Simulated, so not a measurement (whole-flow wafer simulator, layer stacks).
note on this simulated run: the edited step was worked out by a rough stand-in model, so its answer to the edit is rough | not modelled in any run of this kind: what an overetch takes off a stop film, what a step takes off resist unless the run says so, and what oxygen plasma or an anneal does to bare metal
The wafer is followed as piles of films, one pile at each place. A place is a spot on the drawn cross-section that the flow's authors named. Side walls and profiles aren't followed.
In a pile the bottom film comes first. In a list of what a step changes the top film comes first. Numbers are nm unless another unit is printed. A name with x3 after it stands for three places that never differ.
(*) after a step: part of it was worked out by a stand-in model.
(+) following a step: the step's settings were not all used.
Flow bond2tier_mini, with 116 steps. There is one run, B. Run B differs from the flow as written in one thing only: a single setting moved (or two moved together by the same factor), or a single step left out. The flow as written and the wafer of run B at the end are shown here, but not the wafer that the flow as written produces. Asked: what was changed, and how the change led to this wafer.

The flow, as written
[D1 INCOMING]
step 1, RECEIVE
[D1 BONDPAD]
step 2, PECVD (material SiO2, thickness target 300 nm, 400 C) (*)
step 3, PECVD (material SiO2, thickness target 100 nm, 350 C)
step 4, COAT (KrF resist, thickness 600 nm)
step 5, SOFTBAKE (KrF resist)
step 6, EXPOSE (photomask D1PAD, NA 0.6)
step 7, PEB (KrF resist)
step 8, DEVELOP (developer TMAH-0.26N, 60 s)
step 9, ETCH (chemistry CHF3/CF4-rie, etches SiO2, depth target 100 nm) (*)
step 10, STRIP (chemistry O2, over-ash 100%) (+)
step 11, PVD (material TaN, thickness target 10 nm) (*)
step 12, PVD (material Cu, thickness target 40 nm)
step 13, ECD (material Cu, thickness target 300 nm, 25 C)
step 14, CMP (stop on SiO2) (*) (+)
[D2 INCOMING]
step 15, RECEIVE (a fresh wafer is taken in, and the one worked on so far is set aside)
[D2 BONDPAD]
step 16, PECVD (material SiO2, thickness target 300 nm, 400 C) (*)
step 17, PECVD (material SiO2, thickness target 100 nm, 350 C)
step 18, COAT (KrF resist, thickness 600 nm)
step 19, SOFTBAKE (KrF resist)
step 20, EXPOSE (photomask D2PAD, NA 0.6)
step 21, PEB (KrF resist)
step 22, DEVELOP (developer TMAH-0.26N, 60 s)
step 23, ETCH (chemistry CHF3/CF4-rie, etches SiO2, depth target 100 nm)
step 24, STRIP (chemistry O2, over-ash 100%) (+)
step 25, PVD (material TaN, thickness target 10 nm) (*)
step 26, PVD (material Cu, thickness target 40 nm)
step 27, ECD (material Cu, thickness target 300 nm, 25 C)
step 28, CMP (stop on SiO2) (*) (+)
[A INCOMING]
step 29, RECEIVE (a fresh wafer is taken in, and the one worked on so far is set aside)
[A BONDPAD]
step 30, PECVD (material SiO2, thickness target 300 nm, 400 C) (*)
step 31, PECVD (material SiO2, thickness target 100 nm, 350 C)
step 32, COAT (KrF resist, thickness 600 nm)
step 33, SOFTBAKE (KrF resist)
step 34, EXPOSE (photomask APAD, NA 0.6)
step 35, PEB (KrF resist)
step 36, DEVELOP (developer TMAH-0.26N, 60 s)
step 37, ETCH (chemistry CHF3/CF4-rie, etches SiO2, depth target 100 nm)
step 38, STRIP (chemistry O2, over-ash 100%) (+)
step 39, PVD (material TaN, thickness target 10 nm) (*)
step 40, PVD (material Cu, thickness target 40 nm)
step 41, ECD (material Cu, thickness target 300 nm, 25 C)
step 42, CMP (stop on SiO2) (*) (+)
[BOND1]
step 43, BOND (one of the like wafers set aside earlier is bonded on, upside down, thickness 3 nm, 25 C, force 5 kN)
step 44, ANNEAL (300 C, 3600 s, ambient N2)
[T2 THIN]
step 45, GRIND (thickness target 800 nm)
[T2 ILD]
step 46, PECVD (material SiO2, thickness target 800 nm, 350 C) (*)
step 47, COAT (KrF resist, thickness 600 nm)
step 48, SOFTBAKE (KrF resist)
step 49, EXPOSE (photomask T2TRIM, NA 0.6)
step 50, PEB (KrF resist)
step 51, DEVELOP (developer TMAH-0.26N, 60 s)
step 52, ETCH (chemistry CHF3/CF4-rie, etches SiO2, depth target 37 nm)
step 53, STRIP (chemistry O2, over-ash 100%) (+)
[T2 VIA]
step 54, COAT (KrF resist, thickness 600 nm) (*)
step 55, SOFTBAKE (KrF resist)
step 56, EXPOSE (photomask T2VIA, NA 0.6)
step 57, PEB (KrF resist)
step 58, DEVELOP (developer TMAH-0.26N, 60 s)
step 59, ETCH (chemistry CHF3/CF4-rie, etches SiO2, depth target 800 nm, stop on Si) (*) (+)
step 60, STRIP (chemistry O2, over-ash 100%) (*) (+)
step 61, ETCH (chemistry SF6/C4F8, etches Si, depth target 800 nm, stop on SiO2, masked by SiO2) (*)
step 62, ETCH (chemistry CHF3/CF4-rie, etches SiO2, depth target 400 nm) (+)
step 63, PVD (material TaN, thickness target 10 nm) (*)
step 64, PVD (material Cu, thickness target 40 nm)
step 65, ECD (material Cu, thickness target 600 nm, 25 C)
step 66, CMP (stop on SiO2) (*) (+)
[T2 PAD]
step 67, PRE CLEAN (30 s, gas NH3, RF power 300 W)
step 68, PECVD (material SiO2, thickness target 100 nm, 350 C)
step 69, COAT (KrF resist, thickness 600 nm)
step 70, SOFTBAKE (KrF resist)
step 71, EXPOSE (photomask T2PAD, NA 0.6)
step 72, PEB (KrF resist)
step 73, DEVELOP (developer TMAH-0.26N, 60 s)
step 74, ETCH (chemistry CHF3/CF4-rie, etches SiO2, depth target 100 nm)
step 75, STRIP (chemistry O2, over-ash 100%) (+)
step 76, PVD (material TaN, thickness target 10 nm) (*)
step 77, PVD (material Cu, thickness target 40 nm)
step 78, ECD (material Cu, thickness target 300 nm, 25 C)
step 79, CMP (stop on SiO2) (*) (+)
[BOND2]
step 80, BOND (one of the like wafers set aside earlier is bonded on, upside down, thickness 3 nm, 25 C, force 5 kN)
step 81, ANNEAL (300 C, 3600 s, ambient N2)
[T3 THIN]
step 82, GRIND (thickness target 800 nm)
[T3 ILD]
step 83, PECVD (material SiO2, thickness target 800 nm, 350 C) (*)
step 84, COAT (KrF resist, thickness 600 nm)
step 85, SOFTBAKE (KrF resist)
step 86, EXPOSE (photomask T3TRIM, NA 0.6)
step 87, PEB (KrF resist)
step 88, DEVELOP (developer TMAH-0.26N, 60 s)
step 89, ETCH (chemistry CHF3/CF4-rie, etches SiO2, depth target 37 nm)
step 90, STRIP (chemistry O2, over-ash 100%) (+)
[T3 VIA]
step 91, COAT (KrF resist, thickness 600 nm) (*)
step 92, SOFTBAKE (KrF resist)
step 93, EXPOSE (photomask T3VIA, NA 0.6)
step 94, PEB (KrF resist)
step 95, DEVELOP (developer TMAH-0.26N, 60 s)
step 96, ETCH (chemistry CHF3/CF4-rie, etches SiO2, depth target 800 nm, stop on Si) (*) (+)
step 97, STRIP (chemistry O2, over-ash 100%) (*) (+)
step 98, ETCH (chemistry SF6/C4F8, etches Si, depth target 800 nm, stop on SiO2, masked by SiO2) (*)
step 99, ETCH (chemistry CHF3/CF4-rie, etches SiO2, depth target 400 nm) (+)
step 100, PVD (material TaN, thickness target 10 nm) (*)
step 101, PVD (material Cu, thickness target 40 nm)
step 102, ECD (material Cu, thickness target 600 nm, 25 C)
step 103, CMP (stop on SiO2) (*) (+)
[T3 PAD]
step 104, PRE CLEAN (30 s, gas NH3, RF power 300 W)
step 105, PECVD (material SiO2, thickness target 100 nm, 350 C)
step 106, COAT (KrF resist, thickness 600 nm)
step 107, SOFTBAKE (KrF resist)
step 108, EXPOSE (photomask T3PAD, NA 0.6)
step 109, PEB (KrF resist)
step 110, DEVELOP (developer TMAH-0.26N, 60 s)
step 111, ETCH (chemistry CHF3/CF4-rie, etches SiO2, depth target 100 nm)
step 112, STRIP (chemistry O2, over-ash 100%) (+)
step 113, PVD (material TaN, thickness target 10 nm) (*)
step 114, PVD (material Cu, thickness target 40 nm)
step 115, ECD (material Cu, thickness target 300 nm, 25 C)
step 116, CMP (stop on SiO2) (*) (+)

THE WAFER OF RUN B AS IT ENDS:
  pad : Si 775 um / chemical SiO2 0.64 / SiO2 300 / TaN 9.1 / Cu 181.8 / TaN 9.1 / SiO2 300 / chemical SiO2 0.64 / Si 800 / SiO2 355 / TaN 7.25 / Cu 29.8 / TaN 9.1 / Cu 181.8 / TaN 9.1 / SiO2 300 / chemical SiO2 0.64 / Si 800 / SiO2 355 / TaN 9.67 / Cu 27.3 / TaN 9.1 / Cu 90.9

What caused this: step 63, PVD: thickness target 7.5 nm was run, while the flow as written has thickness target 10 nm.

The path from the change to this, step by step:
  step 63, PVD (material TaN, thickness target 10 nm) (*)
      field: TaN gains 7.5 (new film) (in the flow as written it would be: TaN gains 10 (new film))
      pad: TaN gains 7.25 (new film) (in the flow as written it would be: TaN gains 9.67 (new film))
  step 66, CMP (stop on SiO2) (*) (+)
      field: Cu loses 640 (all of it), TaN loses 7.5 (all of it) (in the flow as written it would be: Cu loses 640 (all of it), TaN loses 10 (all of it))
